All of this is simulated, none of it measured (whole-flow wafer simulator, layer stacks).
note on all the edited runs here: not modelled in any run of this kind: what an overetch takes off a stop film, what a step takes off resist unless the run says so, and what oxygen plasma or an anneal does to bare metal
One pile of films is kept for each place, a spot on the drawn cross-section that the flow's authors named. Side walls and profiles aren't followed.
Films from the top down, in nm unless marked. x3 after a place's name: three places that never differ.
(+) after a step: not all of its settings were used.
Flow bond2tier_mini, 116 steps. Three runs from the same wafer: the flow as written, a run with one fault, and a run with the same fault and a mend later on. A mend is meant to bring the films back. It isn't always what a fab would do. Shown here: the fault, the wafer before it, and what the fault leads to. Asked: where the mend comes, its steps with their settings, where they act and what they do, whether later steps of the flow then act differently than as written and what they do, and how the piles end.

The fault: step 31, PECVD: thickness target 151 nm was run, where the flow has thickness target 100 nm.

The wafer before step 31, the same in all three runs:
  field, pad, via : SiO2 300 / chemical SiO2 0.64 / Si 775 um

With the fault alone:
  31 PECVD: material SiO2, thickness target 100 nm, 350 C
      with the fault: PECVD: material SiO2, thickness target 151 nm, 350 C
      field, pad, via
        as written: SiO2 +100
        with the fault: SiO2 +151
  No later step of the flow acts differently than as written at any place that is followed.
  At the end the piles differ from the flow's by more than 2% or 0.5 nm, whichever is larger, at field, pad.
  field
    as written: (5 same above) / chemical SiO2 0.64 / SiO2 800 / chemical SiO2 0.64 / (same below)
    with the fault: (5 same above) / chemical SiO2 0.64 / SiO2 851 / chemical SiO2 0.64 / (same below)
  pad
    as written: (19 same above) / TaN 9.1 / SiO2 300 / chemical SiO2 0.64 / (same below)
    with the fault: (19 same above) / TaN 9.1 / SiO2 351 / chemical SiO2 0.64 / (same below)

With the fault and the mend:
  The mend comes after step 36.
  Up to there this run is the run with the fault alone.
  36a STRIP: chemistry O2, over-ash 100% (+)
      field
        KrF resist -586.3 (all of it)
  36b ETCH: chemistry CHF3/CF4-rie, etches SiO2, depth target 51 nm
      field, pad, via
        SiO2 -51
  36c COAT: KrF resist, thickness 600 nm (the flow's step 32 once more)
      field, pad, via
        KrF resist +600 (new film)
  36d SOFTBAKE: KrF resist (the flow's step 33 once more)
      changes no film at any place that is followed
  36e EXPOSE: photomask APAD, NA 0.6 (the flow's step 34 once more)
      changes no film at any place that is followed
  36f PEB: KrF resist (the flow's step 35 once more)
      changes no film at any place that is followed
  36g DEVELOP: developer TMAH-0.26N, 60 s (the flow's step 36 once more)
      pad, via
        KrF resist -600 (all of it)
      field
        KrF resist -13.7
  No later step of the flow acts differently than as written at any place that is followed.
  At the end the piles are the same as the flow's at every place that both follow.
